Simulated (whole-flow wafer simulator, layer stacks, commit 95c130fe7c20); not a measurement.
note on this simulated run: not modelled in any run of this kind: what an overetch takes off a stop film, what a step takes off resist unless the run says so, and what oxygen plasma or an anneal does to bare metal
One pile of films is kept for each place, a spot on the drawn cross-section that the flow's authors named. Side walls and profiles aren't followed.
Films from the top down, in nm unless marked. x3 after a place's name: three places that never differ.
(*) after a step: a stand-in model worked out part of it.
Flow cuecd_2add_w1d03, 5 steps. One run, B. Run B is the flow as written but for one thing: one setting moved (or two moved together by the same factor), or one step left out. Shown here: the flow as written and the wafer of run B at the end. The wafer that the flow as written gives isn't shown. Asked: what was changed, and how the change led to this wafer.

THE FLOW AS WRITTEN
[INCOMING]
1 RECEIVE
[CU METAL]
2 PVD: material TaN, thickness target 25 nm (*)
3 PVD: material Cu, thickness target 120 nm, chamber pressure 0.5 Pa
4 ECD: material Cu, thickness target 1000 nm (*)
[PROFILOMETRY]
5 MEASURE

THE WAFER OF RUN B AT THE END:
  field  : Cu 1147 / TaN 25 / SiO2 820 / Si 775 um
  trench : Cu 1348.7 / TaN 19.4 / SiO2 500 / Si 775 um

The cause: step 3, PVD: thickness target 147 nm was run, where the flow has thickness target 120 nm.

How the change led to this, step by step:
  3 PVD: material Cu, thickness target 120 nm, chamber pressure 0.5 Pa
      field: Cu +147 (new film) (as written it would be: Cu +120 (new film))
      trench: Cu +114.4 (new film) (as written it would be: Cu +93.4 (new film))
